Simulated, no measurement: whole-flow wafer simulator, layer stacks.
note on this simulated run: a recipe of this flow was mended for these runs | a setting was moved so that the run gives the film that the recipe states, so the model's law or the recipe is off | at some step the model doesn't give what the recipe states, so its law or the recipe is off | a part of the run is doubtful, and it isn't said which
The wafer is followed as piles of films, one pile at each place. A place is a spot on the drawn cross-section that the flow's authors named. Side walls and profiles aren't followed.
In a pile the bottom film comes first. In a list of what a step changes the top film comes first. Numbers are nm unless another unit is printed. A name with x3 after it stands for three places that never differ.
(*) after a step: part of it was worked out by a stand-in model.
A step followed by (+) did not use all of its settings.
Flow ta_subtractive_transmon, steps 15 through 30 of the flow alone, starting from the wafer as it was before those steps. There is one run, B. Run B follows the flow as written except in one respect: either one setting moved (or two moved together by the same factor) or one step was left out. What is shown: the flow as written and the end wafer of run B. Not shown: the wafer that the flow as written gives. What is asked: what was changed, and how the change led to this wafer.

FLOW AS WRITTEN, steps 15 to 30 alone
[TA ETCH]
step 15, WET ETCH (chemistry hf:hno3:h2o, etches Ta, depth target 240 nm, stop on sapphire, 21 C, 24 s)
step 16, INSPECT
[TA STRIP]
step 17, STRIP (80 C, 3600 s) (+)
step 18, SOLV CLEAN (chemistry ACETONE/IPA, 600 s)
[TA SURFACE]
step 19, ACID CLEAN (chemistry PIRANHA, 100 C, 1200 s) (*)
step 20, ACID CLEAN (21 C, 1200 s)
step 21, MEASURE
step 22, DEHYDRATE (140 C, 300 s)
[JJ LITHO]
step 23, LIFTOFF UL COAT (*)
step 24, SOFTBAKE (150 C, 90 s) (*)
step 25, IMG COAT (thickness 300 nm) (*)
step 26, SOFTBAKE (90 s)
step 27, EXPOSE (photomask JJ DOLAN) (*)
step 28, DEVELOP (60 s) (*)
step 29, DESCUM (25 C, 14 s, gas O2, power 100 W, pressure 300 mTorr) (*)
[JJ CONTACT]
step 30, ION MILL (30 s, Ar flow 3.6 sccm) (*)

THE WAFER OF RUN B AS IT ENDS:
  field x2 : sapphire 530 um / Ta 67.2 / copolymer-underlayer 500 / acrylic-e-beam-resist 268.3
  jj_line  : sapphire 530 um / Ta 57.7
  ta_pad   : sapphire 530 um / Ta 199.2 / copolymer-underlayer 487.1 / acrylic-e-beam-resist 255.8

Cause: step 15, WET ETCH: depth target 132 nm was run, while the flow as written has depth target 240 nm; step 15, WET ETCH: 13.2 s was run, where the flow has 24 s.

How this came from the change, step by step:
  step 15, WET ETCH (chemistry hf:hno3:h2o, etches Ta, depth target 240 nm, stop on sapphire, 21 C, 24 s)
      field x2, jj_line, lead: Ta loses 132 (in the flow as written it would be: Ta loses 199.7 (all of it))
  step 23, LIFTOFF UL COAT (*)
      lead: copolymer-underlayer gains 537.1 (new film) (in the flow as written it would be: copolymer-underlayer gains 554.7 (new film))
      ta_contact: copolymer-underlayer gains 461.7 (new film) (in the flow as written it would be: copolymer-underlayer gains 443.9 (new film))
  step 25, IMG COAT (thickness 300 nm) (*)
      ta_pad: acrylic-e-beam-resist gains 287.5 (new film) (in the flow as written it would be: acrylic-e-beam-resist gains 281.4 (new film))
  step 28, DEVELOP (60 s) (*)
      lead: acrylic-e-beam-resist loses 308.3 (all of it), copolymer-underlayer loses 537.1 (all of it) (in the flow as written it would be: acrylic-e-beam-resist loses 312.5 (all of it), copolymer-underlayer loses 554.7 (all of it))
      ta_contact: acrylic-e-beam-resist loses 291.8 (all of it), copolymer-underlayer loses 461.7 (all of it) (in the flow as written it would be: acrylic-e-beam-resist loses 287.5 (all of it), copolymer-underlayer loses 443.9 (all of it))
  step 30, ION MILL (30 s, Ar flow 3.6 sccm) (*)
      jj_line, lead: Ta loses 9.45 (in the flow as written it would be: sapphire loses 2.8)
With metal films that touch counted as one body, field x2 has 1 body; the flow as written gives 0 bodies.
With metal films that touch counted as one body, jj_line has 1 body; the flow as written gives 0 bodies.
